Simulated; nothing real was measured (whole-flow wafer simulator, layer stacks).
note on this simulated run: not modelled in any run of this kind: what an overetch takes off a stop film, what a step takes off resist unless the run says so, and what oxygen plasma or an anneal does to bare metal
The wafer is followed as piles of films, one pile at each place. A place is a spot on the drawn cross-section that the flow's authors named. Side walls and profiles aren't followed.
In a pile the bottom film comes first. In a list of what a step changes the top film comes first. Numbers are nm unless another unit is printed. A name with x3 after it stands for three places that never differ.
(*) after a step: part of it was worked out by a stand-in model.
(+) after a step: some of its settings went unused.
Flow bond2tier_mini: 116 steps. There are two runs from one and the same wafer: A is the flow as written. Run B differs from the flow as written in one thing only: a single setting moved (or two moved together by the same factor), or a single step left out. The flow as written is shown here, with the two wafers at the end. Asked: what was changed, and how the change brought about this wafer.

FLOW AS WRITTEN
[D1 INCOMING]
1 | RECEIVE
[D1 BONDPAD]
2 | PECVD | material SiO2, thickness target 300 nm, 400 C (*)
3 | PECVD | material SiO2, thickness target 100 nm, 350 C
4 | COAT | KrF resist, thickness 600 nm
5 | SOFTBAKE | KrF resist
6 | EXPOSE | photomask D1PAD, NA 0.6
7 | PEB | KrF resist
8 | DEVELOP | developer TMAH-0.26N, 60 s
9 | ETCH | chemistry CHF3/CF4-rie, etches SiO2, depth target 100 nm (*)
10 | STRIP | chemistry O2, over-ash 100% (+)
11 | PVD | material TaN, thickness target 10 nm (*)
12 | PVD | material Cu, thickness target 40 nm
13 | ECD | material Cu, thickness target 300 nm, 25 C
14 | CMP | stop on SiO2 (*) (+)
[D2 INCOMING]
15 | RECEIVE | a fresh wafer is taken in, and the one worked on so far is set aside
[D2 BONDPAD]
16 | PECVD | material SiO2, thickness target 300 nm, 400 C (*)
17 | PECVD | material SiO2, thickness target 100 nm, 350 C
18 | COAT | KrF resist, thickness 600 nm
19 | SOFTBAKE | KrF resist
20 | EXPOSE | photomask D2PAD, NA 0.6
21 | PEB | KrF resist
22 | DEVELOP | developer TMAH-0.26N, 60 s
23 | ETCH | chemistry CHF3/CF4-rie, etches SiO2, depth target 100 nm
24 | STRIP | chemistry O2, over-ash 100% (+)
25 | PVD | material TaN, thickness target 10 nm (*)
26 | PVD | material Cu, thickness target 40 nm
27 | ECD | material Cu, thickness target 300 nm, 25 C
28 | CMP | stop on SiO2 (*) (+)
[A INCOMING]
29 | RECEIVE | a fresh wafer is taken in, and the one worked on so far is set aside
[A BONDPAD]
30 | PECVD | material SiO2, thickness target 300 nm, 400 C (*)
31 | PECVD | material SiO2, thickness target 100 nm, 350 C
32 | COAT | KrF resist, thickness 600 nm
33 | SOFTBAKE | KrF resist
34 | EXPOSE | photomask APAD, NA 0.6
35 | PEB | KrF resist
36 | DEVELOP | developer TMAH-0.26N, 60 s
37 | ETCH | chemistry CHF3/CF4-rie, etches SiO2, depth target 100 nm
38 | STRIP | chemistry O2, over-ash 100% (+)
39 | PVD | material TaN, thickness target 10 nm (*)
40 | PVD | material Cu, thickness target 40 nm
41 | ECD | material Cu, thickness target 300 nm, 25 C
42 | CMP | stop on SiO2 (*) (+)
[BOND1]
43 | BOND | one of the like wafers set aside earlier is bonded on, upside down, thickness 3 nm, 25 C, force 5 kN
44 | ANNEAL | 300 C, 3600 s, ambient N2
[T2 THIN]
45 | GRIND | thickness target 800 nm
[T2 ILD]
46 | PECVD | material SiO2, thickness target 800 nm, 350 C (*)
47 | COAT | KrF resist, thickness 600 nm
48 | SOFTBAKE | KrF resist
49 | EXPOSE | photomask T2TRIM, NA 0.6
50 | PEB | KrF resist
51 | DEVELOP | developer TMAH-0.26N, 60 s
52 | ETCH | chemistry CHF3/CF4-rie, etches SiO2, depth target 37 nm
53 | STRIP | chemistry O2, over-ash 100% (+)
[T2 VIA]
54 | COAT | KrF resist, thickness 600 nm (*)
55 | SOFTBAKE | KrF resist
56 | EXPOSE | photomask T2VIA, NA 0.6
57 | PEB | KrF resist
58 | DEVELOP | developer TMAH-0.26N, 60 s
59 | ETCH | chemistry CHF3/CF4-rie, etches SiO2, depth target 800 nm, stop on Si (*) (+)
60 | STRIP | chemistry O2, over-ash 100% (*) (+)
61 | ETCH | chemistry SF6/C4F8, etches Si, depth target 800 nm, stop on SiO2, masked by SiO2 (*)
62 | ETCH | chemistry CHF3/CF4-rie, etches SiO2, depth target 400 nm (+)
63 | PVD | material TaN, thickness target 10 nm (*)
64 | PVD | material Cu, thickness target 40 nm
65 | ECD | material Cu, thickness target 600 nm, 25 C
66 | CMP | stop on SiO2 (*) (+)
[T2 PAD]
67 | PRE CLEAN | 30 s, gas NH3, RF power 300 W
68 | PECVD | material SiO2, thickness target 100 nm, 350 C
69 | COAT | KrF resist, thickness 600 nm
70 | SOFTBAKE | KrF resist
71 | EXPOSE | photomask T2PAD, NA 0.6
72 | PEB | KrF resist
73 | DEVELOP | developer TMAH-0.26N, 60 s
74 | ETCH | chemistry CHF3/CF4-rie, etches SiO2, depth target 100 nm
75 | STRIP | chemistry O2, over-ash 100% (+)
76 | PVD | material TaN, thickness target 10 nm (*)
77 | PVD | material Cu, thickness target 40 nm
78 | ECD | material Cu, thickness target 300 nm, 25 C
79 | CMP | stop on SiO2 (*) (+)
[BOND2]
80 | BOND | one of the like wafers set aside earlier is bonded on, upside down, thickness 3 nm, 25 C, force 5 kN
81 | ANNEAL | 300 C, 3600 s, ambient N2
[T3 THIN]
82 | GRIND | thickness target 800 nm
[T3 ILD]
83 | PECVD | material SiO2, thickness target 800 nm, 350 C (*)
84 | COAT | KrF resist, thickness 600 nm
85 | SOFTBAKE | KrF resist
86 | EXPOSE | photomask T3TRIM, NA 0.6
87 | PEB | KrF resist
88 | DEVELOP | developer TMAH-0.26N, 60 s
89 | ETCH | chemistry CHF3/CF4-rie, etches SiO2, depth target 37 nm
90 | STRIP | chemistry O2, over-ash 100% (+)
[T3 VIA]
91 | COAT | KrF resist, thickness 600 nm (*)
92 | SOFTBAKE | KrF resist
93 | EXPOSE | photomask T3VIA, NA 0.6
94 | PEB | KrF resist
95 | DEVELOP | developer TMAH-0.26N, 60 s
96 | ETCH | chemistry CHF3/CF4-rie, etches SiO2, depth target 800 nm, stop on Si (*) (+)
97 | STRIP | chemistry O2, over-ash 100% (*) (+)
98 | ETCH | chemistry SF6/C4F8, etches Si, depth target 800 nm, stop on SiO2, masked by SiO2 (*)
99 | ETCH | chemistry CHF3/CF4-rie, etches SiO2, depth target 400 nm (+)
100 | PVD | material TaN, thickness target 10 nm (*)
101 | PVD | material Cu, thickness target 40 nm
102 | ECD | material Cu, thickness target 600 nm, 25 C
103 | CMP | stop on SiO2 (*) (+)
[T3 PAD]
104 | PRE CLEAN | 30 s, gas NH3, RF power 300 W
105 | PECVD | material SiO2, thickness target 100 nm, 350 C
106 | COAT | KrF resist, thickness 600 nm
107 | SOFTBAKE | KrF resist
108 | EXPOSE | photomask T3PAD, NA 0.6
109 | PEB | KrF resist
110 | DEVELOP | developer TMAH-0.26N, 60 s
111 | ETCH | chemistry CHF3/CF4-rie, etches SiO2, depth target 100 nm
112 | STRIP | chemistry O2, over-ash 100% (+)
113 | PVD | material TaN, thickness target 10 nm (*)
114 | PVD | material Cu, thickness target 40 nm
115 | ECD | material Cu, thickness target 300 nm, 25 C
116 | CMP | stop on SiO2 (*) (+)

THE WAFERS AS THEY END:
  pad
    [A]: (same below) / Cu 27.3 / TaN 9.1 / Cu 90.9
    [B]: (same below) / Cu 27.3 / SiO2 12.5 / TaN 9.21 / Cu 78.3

Cause: step 111, ETCH: depth target 87.5 nm was run, though the flow has depth target 100 nm.

How this came from the change, step by step:
  111 | ETCH | chemistry CHF3/CF4-rie, etches SiO2, depth target 100 nm
      pad: A SiO2 loses 100 (all of it) | B SiO2 loses 87.5
      field: A KrF resist loses 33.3 | B KrF resist loses 29.2
  115 | ECD | material Cu, thickness target 300 nm, 25 C
      pad: A Cu gains 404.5 | B Cu gains 391.4
If metal films that touch count as one body, pad has 4 bodies (between them, from the top down: SiO2 12.5; SiO2 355 / Si 800 / chemical SiO2 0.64 / SiO2 300; SiO2 355 / Si 800 / chemical SiO2 0.64 / SiO2 300); the flow as written gives 3 bodies (between them, from the top down: SiO2 355 / Si 800 / chemical SiO2 0.64 / SiO2 300; SiO2 355 / Si 800 / chemical SiO2 0.64 / SiO2 300).
